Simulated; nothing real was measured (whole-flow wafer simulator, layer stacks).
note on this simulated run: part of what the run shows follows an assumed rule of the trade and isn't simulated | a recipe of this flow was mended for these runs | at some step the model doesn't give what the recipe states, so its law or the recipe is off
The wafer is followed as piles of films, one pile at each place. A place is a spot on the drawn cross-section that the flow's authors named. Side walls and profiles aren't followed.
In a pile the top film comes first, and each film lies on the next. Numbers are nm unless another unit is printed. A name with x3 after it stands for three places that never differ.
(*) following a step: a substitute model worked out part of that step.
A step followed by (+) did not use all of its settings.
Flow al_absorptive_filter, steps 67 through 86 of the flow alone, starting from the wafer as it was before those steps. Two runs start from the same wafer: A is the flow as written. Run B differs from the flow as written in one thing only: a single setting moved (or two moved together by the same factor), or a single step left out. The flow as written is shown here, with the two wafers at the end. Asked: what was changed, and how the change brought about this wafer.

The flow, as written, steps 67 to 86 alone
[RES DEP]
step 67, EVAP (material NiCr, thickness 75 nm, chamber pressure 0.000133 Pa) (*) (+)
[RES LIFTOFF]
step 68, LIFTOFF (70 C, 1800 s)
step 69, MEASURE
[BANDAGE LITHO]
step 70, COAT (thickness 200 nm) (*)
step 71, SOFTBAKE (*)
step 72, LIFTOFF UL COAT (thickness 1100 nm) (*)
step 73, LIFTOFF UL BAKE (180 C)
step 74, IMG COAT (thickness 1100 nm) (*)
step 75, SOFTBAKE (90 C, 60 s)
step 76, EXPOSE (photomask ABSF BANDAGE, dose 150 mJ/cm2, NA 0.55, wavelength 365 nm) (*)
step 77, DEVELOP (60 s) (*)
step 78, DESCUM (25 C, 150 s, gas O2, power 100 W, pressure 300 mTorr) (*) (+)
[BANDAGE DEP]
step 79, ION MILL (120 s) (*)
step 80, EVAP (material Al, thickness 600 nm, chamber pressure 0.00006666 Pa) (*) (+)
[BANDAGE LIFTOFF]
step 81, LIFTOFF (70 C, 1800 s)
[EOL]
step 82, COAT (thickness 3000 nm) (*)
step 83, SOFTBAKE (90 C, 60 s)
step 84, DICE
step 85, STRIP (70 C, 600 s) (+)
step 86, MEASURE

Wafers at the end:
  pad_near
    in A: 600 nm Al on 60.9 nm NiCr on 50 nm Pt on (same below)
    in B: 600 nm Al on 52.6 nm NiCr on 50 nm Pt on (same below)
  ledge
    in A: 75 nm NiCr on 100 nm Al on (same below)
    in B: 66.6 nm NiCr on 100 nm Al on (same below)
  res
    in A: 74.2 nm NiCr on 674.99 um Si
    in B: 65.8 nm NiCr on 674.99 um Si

The reason: step 67, EVAP: thickness 66.56 nm was run, whereas the flow has thickness 75 nm.
The wafer lets one read it off: ledge has NiCr 66.6, and step 67 as written asks for 75 nm.

The path from the change to this, step by step:
  step 67, EVAP (material NiCr, thickness 75 nm, chamber pressure 0.000133 Pa) (*) (+)
      gnd, pad_far, ledge and 9 more: A NiCr gains 75 (new film) | B NiCr gains 66.6 (new film)
      pad_near: A NiCr gains 74.2 (new film) | B NiCr gains 65.9 (new film)
      (and at 1 other place as well)
  step 68, LIFTOFF (70 C, 1800 s)
      xa_field, xl_land, idc_field: A NiCr loses 75 (all of it), i-line-resist loses 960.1 (all of it), lift-off-underlayer loses 1100 (all of it), acrylic-e-beam-resist loses 200 (all of it) | B NiCr loses 66.6 (all of it), i-line-resist loses 960.1 (all of it), lift-off-underlayer loses 1100 (all of it), acrylic-e-beam-resist loses 200 (all of it)
      gnd: A NiCr loses 75 (all of it), i-line-resist loses 959.5 (all of it), lift-off-underlayer loses 1100.9 (all of it), acrylic-e-beam-resist loses 200.6 (all of it) | B NiCr loses 66.6 (all of it), i-line-resist loses 959.5 (all of it), lift-off-underlayer loses 1100.9 (all of it), acrylic-e-beam-resist loses 200.6 (all of it)
      (and at 7 other places as well)
  step 83, SOFTBAKE (90 C, 60 s)
      ledge: A i-line-resist loses 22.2 | B i-line-resist loses 21.5
      res: A i-line-resist loses 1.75 | B i-line-resist loses 1.08
